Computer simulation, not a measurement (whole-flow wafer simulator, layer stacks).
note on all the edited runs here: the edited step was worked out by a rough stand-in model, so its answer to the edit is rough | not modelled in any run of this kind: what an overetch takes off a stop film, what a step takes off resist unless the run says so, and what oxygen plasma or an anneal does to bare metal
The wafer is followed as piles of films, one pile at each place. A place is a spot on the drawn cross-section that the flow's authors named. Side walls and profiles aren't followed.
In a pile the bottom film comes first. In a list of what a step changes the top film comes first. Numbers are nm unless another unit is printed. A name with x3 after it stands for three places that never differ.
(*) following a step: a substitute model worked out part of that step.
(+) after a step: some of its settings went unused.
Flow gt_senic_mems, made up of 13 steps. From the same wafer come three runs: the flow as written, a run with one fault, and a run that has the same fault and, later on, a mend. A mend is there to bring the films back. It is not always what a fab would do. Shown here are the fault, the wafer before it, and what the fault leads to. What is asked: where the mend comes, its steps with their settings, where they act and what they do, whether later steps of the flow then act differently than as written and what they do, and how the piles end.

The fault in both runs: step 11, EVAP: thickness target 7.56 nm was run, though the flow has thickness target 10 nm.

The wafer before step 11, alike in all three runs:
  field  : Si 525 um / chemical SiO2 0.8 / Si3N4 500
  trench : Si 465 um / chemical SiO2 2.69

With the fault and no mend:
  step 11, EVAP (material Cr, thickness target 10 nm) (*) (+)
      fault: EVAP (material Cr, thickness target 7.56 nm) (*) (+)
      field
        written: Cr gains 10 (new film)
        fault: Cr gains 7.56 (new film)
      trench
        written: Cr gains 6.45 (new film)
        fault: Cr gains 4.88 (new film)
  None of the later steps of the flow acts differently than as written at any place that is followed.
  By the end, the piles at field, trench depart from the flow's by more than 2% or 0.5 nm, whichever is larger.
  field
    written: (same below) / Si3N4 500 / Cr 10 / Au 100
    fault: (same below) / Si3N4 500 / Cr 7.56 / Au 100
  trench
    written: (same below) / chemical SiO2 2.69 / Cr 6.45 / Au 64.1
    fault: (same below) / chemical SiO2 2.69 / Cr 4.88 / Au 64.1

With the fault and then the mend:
  After step 11 comes the mend.
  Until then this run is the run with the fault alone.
  step 11a, EVAP (material Cr, thickness target 2.44 nm) (*) (+) (a further turn of the flow's step 11, with different settings)
      field
        Cr gains 2.44
      trench
        Cr gains 1.58
  None of the later steps of the flow acts differently than as written at any place that is followed.
  When the end is reached, the piles differ only a little from the flow's at the places that both follow, at most by 2% or 0.5 nm, whichever is larger.
